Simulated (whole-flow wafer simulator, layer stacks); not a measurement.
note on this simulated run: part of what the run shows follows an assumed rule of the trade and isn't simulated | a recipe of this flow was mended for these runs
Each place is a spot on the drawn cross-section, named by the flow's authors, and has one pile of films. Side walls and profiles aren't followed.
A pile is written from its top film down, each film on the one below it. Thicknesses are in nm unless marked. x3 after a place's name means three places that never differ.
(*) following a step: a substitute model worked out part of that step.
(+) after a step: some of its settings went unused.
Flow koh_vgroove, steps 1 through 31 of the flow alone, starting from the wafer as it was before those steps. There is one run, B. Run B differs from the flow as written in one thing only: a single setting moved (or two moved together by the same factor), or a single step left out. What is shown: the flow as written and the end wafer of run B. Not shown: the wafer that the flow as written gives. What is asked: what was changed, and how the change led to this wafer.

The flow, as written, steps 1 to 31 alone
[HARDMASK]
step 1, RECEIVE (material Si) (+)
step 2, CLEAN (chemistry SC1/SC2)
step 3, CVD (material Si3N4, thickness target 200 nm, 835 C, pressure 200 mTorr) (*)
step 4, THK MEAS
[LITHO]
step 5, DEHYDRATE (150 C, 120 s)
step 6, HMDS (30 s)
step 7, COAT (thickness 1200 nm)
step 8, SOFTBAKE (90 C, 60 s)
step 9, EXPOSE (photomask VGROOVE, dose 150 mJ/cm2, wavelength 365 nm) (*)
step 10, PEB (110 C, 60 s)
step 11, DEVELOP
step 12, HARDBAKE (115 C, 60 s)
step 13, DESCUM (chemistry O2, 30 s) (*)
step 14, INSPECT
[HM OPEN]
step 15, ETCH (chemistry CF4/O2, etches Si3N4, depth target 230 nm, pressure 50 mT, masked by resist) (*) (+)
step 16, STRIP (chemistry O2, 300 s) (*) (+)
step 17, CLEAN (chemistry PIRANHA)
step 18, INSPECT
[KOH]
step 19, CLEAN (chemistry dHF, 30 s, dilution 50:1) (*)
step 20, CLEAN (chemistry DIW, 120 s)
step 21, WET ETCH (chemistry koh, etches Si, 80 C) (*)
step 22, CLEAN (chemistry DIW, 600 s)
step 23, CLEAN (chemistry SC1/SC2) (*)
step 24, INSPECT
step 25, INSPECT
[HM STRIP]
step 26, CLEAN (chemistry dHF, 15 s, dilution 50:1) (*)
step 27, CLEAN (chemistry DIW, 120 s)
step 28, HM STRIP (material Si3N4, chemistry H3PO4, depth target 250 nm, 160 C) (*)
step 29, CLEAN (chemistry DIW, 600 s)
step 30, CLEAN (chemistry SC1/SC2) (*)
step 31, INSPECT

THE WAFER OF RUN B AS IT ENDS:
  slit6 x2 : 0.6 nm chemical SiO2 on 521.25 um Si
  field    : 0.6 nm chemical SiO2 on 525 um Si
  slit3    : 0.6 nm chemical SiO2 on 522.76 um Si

Cause: step 3, CVD: thickness target 224 nm was run, whereas the flow has thickness target 200 nm.

How this came from the change, step by step:
  step 3, CVD (material Si3N4, thickness target 200 nm, 835 C, pressure 200 mTorr) (*)
      field, slit3, slit2, slit6 x2: +224 Si3N4 (new film) (it would be, as written: +200 Si3N4 (new film))
  step 15, ETCH (chemistry CF4/O2, etches Si3N4, depth target 230 nm, pressure 50 mT, masked by resist) (*) (+)
      slit3, slit2, slit6 x2: -224 Si3N4 (all of it), -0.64 chemical SiO2 (all of it), -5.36 Si (it would be, as written: -200 Si3N4 (all of it), -0.64 chemical SiO2 (all of it), -29.4 Si)
  step 28, HM STRIP (material Si3N4, chemistry H3PO4, depth target 250 nm, 160 C) (*)
      field: -222.7 Si3N4 (all of it), -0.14 chemical SiO2, -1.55 Si (it would be, as written: -198.7 Si3N4 (all of it), -0.14 chemical SiO2, -2.75 Si)
